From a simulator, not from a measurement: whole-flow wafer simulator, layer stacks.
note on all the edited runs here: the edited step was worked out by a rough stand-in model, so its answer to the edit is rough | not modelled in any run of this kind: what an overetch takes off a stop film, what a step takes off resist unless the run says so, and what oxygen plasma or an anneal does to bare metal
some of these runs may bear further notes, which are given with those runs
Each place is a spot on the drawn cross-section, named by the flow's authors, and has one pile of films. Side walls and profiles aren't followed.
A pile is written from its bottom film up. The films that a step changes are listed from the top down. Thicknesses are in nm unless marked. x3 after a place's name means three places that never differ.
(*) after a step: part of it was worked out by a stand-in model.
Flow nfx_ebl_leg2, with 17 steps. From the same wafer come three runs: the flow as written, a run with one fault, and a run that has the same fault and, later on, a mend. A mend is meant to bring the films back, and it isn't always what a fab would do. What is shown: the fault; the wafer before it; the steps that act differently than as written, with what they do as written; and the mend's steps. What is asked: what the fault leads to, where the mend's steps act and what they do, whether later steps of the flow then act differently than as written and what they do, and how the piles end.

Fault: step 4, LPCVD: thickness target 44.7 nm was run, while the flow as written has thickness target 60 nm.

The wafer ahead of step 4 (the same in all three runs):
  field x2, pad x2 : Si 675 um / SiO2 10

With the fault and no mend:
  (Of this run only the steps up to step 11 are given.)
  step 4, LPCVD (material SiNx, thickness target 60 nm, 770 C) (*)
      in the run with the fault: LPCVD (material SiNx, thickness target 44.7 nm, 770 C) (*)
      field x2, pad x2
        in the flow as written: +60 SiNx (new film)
        in the run with the fault: +44.7 SiNx (new film)
  None of the later steps of the flow up to step 11 acts differently than as written at any place that is followed.
  Once step 11 is done, the piles at field x2, pad x2 depart from the flow's by more than 2% or 0.5 nm, whichever is larger.
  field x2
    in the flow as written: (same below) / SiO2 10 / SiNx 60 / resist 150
    in the run with the fault: (same below) / SiO2 10 / SiNx 44.7 / resist 150
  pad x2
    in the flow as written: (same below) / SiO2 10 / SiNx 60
    in the run with the fault: (same below) / SiO2 10 / SiNx 44.7

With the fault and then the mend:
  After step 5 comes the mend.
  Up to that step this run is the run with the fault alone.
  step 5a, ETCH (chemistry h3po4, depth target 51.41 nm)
      field x2, pad x2
        -44.7 SiNx (all of it)
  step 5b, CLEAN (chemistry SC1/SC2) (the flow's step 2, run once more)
      alters no film at any place that is followed
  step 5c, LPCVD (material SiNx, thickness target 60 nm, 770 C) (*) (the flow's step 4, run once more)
      field x2, pad x2
        +60 SiNx (new film)
  None of the later steps of the flow acts differently than as written at any place that is followed.
  The piles end the same as the flow's at every place that both follow.
